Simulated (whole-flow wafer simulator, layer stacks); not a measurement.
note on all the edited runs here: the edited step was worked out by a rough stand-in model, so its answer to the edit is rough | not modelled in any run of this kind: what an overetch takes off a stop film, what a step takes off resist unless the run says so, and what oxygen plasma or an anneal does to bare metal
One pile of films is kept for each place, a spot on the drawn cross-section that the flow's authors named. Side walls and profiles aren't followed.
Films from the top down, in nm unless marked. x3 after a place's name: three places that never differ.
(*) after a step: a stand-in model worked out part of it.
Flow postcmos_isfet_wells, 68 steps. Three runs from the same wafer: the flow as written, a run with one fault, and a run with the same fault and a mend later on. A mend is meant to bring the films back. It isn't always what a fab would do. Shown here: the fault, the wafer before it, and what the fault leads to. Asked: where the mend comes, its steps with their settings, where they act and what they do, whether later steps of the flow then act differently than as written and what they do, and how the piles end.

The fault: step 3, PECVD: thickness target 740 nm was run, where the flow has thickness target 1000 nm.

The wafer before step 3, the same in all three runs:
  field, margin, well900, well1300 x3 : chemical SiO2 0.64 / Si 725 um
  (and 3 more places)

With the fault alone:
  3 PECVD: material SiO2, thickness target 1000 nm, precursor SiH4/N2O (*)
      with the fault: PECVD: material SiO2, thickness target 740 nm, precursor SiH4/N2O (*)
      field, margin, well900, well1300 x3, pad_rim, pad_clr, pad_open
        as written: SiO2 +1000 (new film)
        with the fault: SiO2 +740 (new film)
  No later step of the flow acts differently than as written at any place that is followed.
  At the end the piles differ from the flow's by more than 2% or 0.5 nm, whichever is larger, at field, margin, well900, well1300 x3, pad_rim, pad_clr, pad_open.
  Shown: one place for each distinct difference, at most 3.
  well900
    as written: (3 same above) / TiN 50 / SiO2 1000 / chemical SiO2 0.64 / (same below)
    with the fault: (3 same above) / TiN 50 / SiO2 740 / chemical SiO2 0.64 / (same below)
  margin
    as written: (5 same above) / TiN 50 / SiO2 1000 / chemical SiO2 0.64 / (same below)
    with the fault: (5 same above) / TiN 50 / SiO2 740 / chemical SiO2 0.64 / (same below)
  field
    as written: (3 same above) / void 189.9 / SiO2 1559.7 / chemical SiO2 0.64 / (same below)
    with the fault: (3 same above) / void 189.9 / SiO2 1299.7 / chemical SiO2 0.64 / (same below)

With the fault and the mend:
  The mend comes after step 3.
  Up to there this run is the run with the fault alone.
  3a PECVD: material SiO2, thickness target 260 nm, precursor SiH4/N2O (*) (the flow's step 3 once more, with other settings)
      field, margin, well900, well1300 x3, pad_rim, pad_clr, pad_open
        SiO2 +260
  No later step of the flow acts differently than as written at any place that is followed.
  At the end the piles are the same as the flow's at every place that both follow.
